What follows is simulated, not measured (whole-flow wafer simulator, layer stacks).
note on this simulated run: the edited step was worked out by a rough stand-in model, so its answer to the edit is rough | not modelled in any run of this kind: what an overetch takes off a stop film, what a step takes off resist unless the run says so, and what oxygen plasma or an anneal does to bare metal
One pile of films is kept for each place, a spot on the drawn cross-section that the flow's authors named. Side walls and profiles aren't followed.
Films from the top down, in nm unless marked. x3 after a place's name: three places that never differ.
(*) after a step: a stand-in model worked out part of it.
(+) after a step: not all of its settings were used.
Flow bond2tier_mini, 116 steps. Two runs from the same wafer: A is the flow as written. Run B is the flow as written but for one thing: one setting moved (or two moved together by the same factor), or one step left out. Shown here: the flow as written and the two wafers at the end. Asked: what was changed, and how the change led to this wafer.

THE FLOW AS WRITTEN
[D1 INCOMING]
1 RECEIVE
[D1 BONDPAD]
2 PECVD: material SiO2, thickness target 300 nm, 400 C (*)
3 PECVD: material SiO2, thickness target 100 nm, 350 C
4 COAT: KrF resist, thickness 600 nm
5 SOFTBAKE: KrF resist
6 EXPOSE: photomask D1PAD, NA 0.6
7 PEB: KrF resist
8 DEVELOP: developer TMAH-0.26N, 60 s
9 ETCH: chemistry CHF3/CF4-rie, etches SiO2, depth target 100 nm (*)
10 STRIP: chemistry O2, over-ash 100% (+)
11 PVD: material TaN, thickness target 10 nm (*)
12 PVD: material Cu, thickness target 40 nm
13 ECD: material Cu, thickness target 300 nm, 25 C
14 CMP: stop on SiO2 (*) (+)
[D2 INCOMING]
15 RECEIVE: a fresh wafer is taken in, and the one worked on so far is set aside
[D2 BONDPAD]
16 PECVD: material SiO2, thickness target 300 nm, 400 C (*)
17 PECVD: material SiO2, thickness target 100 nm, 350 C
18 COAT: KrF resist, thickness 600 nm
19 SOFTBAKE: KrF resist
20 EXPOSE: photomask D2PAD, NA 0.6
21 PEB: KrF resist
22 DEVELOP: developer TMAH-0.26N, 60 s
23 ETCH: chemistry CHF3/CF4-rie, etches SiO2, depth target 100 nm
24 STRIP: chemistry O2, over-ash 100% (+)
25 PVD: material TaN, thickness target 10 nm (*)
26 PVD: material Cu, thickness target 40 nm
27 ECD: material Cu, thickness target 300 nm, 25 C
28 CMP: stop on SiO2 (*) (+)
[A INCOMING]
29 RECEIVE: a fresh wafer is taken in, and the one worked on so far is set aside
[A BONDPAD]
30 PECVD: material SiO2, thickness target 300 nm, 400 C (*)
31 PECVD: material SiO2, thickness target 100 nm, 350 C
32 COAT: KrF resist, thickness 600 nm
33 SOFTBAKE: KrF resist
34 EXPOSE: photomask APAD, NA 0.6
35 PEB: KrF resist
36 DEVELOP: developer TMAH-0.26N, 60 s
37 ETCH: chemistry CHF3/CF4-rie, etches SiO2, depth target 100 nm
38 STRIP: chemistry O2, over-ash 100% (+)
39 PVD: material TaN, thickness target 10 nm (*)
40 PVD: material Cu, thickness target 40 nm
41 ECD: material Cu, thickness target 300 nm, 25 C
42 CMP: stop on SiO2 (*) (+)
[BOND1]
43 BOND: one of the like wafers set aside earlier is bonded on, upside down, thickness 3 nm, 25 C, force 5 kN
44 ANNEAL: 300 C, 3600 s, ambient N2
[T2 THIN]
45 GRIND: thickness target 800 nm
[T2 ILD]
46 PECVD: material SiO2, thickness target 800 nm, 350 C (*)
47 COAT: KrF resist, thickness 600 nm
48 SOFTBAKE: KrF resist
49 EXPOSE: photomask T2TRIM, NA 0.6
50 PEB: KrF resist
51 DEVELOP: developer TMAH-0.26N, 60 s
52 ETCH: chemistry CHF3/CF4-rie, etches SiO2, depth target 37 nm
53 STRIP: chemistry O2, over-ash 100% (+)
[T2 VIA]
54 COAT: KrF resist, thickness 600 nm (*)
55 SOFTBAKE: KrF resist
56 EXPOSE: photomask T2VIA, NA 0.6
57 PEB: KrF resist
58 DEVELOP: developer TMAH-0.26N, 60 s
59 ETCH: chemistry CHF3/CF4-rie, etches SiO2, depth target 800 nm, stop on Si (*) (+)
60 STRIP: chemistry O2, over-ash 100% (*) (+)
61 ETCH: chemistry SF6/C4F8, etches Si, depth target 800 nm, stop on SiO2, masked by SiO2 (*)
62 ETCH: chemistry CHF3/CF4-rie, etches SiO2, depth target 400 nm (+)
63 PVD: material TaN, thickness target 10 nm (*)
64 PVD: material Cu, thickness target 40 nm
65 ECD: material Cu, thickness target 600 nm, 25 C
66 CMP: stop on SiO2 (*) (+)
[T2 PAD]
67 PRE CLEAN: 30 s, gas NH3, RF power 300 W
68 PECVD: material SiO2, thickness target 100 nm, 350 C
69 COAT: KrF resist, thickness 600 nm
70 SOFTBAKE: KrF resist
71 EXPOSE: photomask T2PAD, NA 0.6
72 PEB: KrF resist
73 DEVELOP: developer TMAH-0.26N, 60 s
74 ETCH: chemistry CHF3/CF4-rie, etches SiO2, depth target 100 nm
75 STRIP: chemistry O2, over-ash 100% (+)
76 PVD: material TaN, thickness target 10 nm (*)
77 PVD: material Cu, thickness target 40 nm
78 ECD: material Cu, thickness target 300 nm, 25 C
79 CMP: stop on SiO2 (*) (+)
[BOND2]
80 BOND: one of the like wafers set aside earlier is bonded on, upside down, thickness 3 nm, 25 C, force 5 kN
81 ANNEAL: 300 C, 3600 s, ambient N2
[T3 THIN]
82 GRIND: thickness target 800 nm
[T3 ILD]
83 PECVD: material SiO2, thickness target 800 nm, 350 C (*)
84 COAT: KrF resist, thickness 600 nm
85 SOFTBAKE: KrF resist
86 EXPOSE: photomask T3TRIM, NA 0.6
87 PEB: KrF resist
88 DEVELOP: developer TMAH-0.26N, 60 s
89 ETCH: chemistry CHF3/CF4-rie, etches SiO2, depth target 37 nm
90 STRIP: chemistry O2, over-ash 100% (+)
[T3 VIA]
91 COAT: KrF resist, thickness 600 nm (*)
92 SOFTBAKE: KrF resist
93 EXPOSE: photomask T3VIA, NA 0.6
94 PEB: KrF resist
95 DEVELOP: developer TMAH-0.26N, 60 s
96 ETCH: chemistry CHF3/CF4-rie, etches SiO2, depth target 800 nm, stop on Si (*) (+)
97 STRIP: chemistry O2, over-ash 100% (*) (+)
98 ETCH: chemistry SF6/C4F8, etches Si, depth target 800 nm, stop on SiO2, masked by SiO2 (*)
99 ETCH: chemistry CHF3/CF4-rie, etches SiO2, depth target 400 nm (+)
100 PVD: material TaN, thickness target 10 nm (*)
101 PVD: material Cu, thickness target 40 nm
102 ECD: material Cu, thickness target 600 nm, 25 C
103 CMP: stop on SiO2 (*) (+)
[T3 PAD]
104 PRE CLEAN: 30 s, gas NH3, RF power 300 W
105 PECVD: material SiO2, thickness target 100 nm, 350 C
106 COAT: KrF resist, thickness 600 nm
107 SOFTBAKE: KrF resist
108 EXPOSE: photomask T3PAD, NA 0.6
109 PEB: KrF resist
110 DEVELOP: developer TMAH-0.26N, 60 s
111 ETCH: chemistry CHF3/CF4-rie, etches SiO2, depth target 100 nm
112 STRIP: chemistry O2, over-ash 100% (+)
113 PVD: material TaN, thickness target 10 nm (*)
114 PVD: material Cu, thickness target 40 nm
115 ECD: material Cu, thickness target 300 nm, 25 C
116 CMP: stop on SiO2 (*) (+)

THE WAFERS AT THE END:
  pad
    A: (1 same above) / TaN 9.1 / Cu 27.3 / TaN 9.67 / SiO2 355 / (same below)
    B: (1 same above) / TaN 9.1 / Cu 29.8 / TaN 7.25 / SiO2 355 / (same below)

The cause: step 100, PVD: thickness target 7.5 nm was run, where the flow has thickness target 10 nm.

How the change led to this, step by step:
  100 PVD: material TaN, thickness target 10 nm (*)
      field: A TaN +10 (new film) | B TaN +7.5 (new film)
      pad: A TaN +9.67 (new film) | B TaN +7.25 (new film)
  103 CMP: stop on SiO2 (*) (+)
      field: A Cu -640 (all of it), TaN -10 (all of it) | B Cu -640 (all of it), TaN -7.5 (all of it)
